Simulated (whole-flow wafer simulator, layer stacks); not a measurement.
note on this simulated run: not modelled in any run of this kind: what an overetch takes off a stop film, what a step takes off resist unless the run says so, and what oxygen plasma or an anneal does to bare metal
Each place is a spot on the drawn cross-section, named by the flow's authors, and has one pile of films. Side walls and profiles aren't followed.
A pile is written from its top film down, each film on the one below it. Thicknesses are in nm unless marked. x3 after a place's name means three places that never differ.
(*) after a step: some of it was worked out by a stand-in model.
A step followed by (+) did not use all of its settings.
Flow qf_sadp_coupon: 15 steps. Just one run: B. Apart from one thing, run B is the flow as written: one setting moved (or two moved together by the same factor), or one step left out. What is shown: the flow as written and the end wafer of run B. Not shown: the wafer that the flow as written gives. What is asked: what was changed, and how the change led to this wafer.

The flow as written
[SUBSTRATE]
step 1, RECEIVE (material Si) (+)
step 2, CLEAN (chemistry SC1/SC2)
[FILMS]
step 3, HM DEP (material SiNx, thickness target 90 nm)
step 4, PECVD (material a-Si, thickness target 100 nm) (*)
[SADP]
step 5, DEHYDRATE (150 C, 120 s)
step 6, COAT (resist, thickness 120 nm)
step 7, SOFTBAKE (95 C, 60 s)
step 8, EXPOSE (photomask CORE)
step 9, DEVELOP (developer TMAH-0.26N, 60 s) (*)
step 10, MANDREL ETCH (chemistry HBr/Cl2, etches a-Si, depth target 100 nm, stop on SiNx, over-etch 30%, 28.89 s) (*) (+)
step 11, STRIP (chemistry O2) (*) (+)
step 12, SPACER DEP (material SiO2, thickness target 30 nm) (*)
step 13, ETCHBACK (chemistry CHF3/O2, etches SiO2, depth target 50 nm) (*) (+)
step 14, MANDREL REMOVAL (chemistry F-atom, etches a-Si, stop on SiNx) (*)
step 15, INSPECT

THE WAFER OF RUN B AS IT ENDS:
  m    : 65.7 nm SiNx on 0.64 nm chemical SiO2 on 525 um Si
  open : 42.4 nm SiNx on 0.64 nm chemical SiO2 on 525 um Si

What caused this: step 3, HM DEP: thickness target 65.7 nm was run, though the flow has thickness target 90 nm.
The wafer itself shows it: m has SiNx 65.7, and step 3 as written asks for 90 nm.

The path from the change to this, step by step:
  step 3, HM DEP (material SiNx, thickness target 90 nm)
      m, open: +65.7 SiNx (new film) (it would be, as written: +90 SiNx (new film))
